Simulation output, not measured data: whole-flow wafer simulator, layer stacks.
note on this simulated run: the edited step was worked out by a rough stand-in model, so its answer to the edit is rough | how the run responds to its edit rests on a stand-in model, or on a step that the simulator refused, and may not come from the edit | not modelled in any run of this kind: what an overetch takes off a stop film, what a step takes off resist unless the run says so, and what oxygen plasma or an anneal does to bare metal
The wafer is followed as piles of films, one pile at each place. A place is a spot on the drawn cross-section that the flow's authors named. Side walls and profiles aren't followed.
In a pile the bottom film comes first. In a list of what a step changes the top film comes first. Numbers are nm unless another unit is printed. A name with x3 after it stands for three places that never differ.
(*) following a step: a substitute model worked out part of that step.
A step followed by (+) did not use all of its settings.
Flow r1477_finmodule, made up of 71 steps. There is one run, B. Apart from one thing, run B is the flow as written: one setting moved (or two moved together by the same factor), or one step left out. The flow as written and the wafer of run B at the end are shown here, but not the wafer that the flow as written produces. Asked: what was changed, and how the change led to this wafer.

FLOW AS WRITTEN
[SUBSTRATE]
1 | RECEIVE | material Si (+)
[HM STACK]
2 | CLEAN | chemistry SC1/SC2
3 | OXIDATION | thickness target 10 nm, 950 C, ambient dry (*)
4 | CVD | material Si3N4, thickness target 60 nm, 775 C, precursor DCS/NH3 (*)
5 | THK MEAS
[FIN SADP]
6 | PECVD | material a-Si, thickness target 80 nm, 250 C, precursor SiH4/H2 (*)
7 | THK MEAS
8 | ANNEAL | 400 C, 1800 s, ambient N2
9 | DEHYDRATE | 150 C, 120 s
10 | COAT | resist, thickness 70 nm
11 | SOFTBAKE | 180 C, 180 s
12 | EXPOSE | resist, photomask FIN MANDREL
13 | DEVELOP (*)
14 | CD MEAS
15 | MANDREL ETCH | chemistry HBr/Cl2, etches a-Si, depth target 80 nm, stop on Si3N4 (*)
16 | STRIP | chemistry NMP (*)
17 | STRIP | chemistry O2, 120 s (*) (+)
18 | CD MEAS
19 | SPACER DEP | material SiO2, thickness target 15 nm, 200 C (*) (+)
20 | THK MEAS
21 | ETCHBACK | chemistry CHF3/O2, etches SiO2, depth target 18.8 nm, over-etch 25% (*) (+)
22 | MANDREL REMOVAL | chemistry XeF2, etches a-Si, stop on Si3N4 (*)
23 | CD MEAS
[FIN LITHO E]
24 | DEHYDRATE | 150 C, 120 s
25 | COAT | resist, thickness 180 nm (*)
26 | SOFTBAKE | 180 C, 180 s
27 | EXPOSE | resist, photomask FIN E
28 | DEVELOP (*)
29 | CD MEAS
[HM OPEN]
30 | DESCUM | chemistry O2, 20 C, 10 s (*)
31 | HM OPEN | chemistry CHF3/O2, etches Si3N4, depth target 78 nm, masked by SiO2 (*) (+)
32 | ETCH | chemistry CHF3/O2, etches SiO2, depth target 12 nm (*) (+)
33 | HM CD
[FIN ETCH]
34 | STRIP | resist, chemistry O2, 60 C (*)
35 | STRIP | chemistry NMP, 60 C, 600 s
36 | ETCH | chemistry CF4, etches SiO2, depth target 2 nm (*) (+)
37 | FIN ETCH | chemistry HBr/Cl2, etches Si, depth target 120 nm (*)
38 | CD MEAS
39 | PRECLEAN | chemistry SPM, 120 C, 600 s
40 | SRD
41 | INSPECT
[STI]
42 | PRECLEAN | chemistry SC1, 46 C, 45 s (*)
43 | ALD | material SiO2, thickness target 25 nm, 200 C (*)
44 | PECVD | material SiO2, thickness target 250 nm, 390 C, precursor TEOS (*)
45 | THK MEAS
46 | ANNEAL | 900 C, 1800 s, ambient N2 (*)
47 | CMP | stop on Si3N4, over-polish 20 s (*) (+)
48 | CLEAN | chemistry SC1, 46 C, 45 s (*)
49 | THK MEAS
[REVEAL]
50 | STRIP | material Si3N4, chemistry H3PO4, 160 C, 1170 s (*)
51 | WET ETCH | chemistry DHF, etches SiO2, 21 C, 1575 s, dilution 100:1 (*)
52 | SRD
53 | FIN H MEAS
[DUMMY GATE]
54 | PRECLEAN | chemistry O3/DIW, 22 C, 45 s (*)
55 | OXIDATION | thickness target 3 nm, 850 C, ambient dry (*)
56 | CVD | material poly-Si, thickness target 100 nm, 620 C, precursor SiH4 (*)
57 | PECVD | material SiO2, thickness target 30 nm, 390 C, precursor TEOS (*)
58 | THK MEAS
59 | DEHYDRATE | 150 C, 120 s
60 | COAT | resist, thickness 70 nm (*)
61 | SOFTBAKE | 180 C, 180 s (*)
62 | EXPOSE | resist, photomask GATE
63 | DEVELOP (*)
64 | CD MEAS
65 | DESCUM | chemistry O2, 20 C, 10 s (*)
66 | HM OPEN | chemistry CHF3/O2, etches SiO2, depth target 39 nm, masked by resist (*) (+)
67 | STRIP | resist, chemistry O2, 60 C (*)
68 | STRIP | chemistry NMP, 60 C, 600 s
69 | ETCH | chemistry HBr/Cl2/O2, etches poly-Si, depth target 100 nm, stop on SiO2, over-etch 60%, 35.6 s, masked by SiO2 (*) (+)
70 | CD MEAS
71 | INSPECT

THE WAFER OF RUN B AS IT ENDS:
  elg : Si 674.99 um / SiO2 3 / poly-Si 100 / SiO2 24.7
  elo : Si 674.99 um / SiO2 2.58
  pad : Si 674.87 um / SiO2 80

The reason: step 6, PECVD: thickness target 39.2 nm was run, whereas the flow has thickness target 80 nm.

The path from the change to this, step by step:
  6 | PECVD | material a-Si, thickness target 80 nm, 250 C, precursor SiH4/H2 (*)
      pad, padg, elg and 33 more: a-Si gains 39.2 (new film) (in the flow as written it would be: a-Si gains 80 (new film))
  15 | MANDREL ETCH | chemistry HBr/Cl2, etches a-Si, depth target 80 nm, stop on Si3N4 (*)
      pad, padg, elg and 27 more: a-Si loses 39.2 (all of it) (in the flow as written it would be: a-Si loses 80 (all of it))
      s40cg, s45cg, s50cg, s40co, s45co, s50co: resist loses 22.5 (in the flow as written it would be: resist loses 30.7)
  16 | STRIP | chemistry NMP (*)
      s40cg, s45cg, s50cg, s40co, s45co, s50co: resist loses 47.5 (all of it) (in the flow as written it would be: resist loses 39.3 (all of it))
  21 | ETCHBACK | chemistry CHF3/O2, etches SiO2, depth target 18.8 nm, over-etch 25% (*) (+)
      s40sg_line, s45sg_line, s50sg_line, s40so_line, s45so_line, s50so_line: SiO2 gains 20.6 (in the flow as written it would be: SiO2 gains 61.4)
  22 | MANDREL REMOVAL | chemistry XeF2, etches a-Si, stop on Si3N4 (*)
      s40cg, s45cg, s50cg, s40co, s45co, s50co: a-Si loses 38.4 (all of it) (in the flow as written it would be: a-Si loses 79.2 (all of it))
  25 | COAT | resist, thickness 180 nm (*)
      s40cg, s40co: resist gains 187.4 (new film) (in the flow as written it would be: resist gains 197.6 (new film))
      s40sg, s40so: resist gains 191 (new film) (in the flow as written it would be: resist gains 201.2 (new film))
      (and at 14 other places as well)
  28 | DEVELOP (*)
      s40cg, s40co: resist loses 187.4 (all of it) (in the flow as written it would be: resist loses 197.6 (all of it))
      s40sg, s40so: resist loses 191 (all of it) (in the flow as written it would be: resist loses 201.2 (all of it))
      (and at 14 other places as well)
  31 | HM OPEN | chemistry CHF3/O2, etches Si3N4, depth target 78 nm, masked by SiO2 (*) (+)
      s40sg_line, s45sg_line, s50sg_line, s40so_line, s45so_line, s50so_line: SiO2 loses 35.6 (all of it), Si3N4 loses 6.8 (in the flow as written it would be: SiO2 loses 39)
  32 | ETCH | chemistry CHF3/O2, etches SiO2, depth target 12 nm (*) (+)
      s40sg_line, s45sg_line, s50sg_line, s40so_line, s45so_line, s50so_line: Si3N4 loses 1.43 (in the flow as written it would be: SiO2 loses 12)
      pad, padg, e40sg and 11 more: Si loses 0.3 (in the flow as written it would be: Si loses 2.4)
      (and at 16 other places as well)
  34 | STRIP | resist, chemistry O2, 60 C (*)
      elg, e40lg, e100lg, e200lg, elo, e40lo, e100lo, e200lo: resist loses 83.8 (all of it) (in the flow as written it would be: resist loses 73.8 (all of it))
  36 | ETCH | chemistry CF4, etches SiO2, depth target 2 nm (*) (+)
      elg, e40lg, e100lg, e200lg, elo, e40lo, e100lo, e200lo: nothing (in the flow as written it would be: Si3N4 loses 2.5)
      s40sg_line, s45sg_line, s50sg_line, s40so_line, s45so_line, s50so_line: nothing (in the flow as written it would be: SiO2 loses 2)
  37 | FIN ETCH | chemistry HBr/Cl2, etches Si, depth target 120 nm (*)
      s40sg_line, s45sg_line, s50sg_line, s40so_line, s45so_line, s50so_line: Si3N4 loses 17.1 (in the flow as written it would be: SiO2 loses 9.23)
  43 | ALD | material SiO2, thickness target 25 nm, 200 C (*)
      s40sg_line, s45sg_line, s50sg_line, s40so_line, s45so_line, s50so_line: SiO2 gains 25 (new film) (in the flow as written it would be: SiO2 gains 25)
      s40cg, s45cg, s50cg, s40co, s45co, s50co: SiO2 gains 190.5 (new film) (in the flow as written it would be: SiO2 gains 232.1 (new film))
  47 | CMP | stop on Si3N4, over-polish 20 s (*) (+)
      elg, e40lg, e100lg, e200lg, elo, e40lo, e100lo, e200lo: SiO2 loses 263.8 (all of it), Si3N4 loses 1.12 (in the flow as written it would be: SiO2 loses 241.6)
      pad, padg, e40sg, e100sg, e200sg, e40so, e100so, e200so: SiO2 loses 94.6 (in the flow as written it would be: SiO2 loses 71.8)
      (and at 20 other places as well)
  50 | STRIP | material Si3N4, chemistry H3PO4, 160 C, 1170 s (*)
      elg, e40lg, e100lg, e200lg, elo, e40lo, e100lo, e200lo: Si3N4 loses 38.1 (all of it), SiO2 loses 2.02 (in the flow as written it would be: SiO2 loses 4.28)
      s40sg_line, s45sg_line, s50sg_line, s40so_line, s45so_line, s50so_line: Si3N4 loses 33.5 (all of it), SiO2 loses 2.16 (in the flow as written it would be: Si3N4 loses 58.9 (all of it), SiO2 loses 1.37)
  51 | WET ETCH | chemistry DHF, etches SiO2, 21 C, 1575 s, dilution 100:1 (*)
      elg, e40lg, e100lg, e200lg, elo, e40lo, e100lo, e200lo: SiO2 loses 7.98 (all of it) (in the flow as written it would be: SiO2 loses 17.8 (all of it), Si3N4 loses 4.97)
      s40sg_line, s45sg_line, s50sg_line, s40so_line, s45so_line, s50so_line: SiO2 loses 7.84 (all of it) (in the flow as written it would be: SiO2 loses 8.63 (all of it))
  ... 6 further steps ...
  69 | ETCH | chemistry HBr/Cl2/O2, etches poly-Si, depth target 100 nm, stop on SiO2, over-etch 60%, 35.6 s, masked by SiO2 (*) (+)
      s40co: chemical SiO2 loses 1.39 (all of it), poly-Si loses 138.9 (all of it), SiO2 loses 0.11 (in the flow as written it would be: chemical SiO2 loses 1.46 (all of it), poly-Si loses 111.5 (all of it), SiO2 loses 0.24)
      s45co: chemical SiO2 loses 1.39 (all of it), poly-Si loses 138.9 (all of it), SiO2 loses 0.11 (in the flow as written it would be: chemical SiO2 loses 1.46 (all of it), poly-Si loses 110.9 (all of it), SiO2 loses 0.25)
      (and at 1 other place as well)
